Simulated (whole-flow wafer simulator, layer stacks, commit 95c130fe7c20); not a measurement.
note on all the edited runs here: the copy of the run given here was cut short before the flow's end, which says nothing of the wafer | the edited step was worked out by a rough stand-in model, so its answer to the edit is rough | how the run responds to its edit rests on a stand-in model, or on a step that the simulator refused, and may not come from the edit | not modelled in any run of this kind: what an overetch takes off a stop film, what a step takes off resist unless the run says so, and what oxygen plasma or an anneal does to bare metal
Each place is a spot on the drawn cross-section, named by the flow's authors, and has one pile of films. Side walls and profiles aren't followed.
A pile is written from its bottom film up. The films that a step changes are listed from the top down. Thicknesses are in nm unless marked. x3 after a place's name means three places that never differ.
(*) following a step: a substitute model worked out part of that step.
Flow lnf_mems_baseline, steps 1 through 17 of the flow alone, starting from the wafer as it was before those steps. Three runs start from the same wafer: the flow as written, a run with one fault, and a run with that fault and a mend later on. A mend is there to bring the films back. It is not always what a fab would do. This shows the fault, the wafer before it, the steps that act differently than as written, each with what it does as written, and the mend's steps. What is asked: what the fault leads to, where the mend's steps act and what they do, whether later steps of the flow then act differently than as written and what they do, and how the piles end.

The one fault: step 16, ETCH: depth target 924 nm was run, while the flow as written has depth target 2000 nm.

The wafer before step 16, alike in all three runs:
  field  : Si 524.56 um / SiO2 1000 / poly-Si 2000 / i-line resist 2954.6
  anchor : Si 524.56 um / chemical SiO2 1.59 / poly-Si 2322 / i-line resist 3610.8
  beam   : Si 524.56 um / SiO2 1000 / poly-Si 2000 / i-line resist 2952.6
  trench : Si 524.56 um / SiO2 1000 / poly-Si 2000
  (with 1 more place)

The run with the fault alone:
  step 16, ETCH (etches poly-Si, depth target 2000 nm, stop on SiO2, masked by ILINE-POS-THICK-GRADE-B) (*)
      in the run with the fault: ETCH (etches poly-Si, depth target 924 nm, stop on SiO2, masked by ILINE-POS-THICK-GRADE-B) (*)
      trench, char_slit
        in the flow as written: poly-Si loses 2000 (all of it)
        in the run with the fault: poly-Si loses 924
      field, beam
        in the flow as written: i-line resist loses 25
        in the run with the fault: i-line resist loses 11.6
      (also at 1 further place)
  Steps later in the flow that act otherwise than as written:
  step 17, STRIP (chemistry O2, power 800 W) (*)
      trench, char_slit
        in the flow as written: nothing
        in the run with the fault: chemical SiO2 gains 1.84 (new film), poly-Si loses 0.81
  By the end, the piles at trench, char_slit depart from the flow's by more than 2% or 0.5 nm, whichever is larger.
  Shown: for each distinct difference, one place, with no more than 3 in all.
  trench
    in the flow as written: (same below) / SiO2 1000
    in the run with the fault: (same below) / SiO2 1000 / poly-Si 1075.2 / chemical SiO2 1.84

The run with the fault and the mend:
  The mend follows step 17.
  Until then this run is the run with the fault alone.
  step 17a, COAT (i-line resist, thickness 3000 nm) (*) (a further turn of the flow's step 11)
      field
        i-line resist gains 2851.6 (new film)
      anchor
        i-line resist gains 3465.6 (new film)
      beam
        i-line resist gains 2773.3 (new film)
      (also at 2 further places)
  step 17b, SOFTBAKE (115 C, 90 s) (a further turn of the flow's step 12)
      field
        i-line resist loses 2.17
      anchor
        i-line resist gains 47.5
      beam
        i-line resist gains 50.8
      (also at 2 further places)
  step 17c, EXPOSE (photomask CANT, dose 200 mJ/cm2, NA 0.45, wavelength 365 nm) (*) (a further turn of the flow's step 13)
      alters no film at any place that is followed
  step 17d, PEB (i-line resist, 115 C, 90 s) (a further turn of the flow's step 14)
      field
        i-line resist loses 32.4
      anchor
        i-line resist loses 43.5
      beam
        i-line resist loses 32
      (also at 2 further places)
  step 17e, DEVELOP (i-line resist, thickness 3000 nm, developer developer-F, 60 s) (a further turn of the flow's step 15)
      field, anchor, beam
        i-line resist loses 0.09
      trench
        i-line resist loses 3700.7 (all of it)
      char_slit
        i-line resist loses 3743.2 (all of it)
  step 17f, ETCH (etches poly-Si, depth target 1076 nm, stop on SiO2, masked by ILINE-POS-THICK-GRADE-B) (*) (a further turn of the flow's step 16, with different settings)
      field, beam
        i-line resist loses 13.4
      trench, char_slit
        chemical SiO2 loses 1.84 (all of it), poly-Si loses 1075.2 (all of it)
      anchor
        i-line resist loses 13.5
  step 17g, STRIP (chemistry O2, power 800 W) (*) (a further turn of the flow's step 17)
      field
        i-line resist loses 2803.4 (all of it), chemical SiO2 gains 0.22, poly-Si loses 0.09
      anchor
        i-line resist loses 3456 (all of it), chemical SiO2 gains 0.22, poly-Si loses 0.09
      beam
        i-line resist loses 2778.5 (all of it), chemical SiO2 gains 0.22, poly-Si loses 0.09
  Every later step of the flow that is run acts as written at every place that is followed.
  The piles end only slightly different from the flow's at the places that both follow, by no more than 2% or 0.5 nm, whichever is larger.
